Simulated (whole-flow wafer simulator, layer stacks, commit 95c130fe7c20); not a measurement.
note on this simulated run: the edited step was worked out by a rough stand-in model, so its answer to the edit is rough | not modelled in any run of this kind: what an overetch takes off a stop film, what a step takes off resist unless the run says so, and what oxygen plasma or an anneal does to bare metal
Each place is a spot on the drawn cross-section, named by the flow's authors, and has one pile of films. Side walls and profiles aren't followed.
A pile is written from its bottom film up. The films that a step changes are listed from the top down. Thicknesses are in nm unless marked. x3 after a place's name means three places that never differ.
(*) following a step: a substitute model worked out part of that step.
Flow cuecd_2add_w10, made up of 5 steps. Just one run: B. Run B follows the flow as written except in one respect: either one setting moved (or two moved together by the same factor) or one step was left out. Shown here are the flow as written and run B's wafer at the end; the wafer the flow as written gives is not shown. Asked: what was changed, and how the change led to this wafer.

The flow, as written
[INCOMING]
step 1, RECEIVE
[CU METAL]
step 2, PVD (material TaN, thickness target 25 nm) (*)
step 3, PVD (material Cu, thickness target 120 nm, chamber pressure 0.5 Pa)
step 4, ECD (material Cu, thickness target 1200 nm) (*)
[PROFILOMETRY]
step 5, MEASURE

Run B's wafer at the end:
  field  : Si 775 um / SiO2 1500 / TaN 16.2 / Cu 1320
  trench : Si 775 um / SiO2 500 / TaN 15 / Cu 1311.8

What caused this: step 2, PVD: thickness target 16.2 nm was run, whereas the flow has thickness target 25 nm.
The wafer itself shows it: field has TaN 16.2, and step 2 as written asks for 25 nm.

The path from the change to this, step by step:
  step 2, PVD (material TaN, thickness target 25 nm) (*)
      field: TaN gains 16.2 (new film) (in the flow as written it would be: TaN gains 25 (new film))
      trench: TaN gains 15 (new film) (in the flow as written it would be: TaN gains 23.2 (new film))
